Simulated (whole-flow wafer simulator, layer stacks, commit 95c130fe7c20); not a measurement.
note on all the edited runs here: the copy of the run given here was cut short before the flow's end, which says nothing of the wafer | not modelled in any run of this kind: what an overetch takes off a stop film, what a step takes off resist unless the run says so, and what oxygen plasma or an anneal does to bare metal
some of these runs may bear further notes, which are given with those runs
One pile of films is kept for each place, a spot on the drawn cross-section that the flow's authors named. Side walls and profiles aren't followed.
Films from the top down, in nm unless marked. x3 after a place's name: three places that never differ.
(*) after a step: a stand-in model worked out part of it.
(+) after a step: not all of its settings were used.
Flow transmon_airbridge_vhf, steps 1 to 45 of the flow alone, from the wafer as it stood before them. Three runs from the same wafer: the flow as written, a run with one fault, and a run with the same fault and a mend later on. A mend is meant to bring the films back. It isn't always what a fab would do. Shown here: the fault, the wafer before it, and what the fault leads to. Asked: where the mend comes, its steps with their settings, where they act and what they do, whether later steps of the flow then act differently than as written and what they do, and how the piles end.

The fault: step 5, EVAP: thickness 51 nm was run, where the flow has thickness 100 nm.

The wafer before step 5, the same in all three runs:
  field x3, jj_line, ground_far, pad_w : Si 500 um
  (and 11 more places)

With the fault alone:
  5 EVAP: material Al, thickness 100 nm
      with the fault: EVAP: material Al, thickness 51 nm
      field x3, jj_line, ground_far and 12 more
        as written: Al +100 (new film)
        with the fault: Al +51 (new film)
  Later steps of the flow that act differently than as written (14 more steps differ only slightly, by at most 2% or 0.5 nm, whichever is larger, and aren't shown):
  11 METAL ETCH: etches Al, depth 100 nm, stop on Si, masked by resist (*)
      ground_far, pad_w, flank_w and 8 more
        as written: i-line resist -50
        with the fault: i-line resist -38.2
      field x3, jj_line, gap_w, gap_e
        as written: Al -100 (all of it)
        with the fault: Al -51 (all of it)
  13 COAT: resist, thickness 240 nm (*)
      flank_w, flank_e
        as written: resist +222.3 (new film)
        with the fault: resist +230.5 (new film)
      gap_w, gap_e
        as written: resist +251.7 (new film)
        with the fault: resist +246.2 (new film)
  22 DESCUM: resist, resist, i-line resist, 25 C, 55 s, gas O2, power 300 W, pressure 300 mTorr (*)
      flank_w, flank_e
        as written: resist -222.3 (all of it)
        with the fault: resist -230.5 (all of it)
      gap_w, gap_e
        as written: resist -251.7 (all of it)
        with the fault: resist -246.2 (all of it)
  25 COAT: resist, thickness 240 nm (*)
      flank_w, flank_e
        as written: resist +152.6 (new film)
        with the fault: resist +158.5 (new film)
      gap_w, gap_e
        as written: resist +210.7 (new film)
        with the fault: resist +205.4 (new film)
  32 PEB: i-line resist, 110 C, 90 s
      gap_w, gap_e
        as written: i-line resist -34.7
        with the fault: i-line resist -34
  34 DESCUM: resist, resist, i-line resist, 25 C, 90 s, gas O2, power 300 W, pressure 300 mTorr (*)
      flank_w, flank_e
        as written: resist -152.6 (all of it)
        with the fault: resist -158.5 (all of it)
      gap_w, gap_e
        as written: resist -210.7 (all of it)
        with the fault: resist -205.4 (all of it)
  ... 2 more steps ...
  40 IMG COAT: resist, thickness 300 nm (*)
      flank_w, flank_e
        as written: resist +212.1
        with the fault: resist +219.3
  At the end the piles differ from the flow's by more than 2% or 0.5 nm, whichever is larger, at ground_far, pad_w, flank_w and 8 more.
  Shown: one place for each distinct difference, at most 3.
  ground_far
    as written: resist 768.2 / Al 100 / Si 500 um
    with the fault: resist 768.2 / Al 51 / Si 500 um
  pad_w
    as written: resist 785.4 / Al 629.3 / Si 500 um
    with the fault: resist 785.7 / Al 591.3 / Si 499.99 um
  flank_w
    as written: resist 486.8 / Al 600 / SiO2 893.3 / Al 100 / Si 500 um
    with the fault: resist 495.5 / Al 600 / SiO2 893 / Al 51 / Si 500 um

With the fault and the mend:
  The mend comes after step 10.
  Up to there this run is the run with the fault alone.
  10a STRIP: i-line resist, 80 C, 600 s (+)
      ground_far, pad_w, flank_w and 8 more
        i-line resist -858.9 (all of it)
  10b EVAP: material Al, thickness 49 nm (the flow's step 5 once more, with other settings)
      field x3, jj_line, ground_far and 12 more
        Al +49
  10c COAT: i-line resist, thickness 900 nm (the flow's step 6 once more)
      field x3, jj_line, ground_far and 12 more
        i-line resist +900 (new film)
  10d SOFTBAKE: i-line resist, 90 C, 90 s (the flow's step 7 once more)
      changes no film at any place that is followed
  10e EXPOSE: i-line resist, thickness 900 nm, photomask AB CPW, dose 155.4 mJ/cm2, NA 0.45, wavelength 365 nm (*) (the flow's step 8 once more)
      changes no film at any place that is followed
  10f PEB: i-line resist, 110 C, 60 s (the flow's step 9 once more)
      field x3, jj_line, ground_far and 12 more
        i-line resist -41
  10g DEVELOP: i-line resist, thickness 900 nm, developer developer-B, 60 s (the flow's step 10 once more)
      ground_far, pad_w, flank_w and 8 more
        i-line resist -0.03
      field x3, jj_line, gap_w, gap_e
        i-line resist -859 (all of it)
  No later step of the flow acts differently than as written at any place that is followed.
  At the end the piles are the same as the flow's at every place that both follow.
